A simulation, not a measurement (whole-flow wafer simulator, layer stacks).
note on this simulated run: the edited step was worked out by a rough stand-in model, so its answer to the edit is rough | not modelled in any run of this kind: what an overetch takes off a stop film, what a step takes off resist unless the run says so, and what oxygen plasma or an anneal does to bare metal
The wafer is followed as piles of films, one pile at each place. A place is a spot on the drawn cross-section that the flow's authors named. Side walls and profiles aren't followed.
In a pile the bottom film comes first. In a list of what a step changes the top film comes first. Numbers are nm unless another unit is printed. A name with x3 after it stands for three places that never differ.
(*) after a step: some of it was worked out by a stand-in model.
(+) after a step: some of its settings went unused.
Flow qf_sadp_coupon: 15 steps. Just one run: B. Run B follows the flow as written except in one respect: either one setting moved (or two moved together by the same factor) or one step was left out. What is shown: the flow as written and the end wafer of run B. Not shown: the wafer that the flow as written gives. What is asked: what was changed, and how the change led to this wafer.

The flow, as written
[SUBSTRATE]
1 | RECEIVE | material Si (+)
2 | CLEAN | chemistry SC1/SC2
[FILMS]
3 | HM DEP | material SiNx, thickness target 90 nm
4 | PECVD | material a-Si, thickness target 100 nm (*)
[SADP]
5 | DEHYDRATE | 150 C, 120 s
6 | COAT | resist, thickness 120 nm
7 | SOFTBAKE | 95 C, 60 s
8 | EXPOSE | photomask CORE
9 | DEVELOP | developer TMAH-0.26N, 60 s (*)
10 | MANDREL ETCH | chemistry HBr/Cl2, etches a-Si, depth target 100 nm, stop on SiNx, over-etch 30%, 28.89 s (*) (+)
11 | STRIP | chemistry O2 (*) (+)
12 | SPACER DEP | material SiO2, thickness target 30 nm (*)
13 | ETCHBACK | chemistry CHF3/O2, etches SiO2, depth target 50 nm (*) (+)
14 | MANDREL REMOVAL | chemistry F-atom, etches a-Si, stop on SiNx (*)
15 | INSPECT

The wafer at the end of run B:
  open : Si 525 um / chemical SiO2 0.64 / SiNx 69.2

The reason: step 4, PECVD: thickness target 117.5 nm was run, though the flow has thickness target 100 nm.

Step by step, how the change led to this:
  4 | PECVD | material a-Si, thickness target 100 nm (*)
      m, open: +117.5 a-Si (new film) (as written it would have been: +100 a-Si (new film))
  10 | MANDREL ETCH | chemistry HBr/Cl2, etches a-Si, depth target 100 nm, stop on SiNx, over-etch 30%, 28.89 s (*) (+)
      open: -117.5 a-Si (all of it), -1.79 SiNx (as written it would have been: -100 a-Si (all of it), -4.29 SiNx)
  14 | MANDREL REMOVAL | chemistry F-atom, etches a-Si, stop on SiNx (*)
      m: -113.3 a-Si (all of it) (as written it would have been: -95.8 a-Si (all of it))
